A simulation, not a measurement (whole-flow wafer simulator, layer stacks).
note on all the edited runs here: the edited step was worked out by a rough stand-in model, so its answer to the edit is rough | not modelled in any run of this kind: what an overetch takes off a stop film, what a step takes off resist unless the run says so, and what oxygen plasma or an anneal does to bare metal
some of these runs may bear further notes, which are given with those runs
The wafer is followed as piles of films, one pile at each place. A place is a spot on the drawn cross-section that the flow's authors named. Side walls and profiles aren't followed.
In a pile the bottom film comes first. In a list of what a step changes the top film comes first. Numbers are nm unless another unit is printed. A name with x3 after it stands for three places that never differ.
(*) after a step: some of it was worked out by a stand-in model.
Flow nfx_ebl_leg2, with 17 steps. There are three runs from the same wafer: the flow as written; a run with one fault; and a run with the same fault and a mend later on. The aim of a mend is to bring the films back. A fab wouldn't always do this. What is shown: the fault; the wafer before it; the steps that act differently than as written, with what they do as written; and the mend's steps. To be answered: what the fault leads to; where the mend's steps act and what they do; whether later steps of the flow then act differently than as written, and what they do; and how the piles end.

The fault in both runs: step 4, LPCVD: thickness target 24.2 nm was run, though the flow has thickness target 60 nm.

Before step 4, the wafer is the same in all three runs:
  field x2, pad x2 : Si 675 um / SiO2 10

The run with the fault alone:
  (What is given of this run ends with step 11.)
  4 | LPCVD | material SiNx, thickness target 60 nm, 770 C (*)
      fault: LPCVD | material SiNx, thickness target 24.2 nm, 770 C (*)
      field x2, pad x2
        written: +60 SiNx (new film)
        fault: +24.2 SiNx (new film)
  None of the later steps of the flow up to step 11 acts differently than as written at any place that is followed.
  Once step 11 is done, the piles at field x2, pad x2 depart from the flow's by more than 2% or 0.5 nm, whichever is larger.
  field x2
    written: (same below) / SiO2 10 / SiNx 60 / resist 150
    fault: (same below) / SiO2 10 / SiNx 24.2 / resist 150
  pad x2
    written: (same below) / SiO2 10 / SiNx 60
    fault: (same below) / SiO2 10 / SiNx 24.2

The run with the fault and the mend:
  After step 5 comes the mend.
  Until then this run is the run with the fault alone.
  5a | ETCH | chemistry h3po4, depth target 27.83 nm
      field x2, pad x2
        -24.2 SiNx (all of it)
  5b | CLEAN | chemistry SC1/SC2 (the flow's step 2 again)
      alters no film at any place that is followed
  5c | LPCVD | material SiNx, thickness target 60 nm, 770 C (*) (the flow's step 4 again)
      field x2, pad x2
        +60 SiNx (new film)
  None of the later steps of the flow acts differently than as written at any place that is followed.
  The piles end the same as the flow's at every place that both follow.
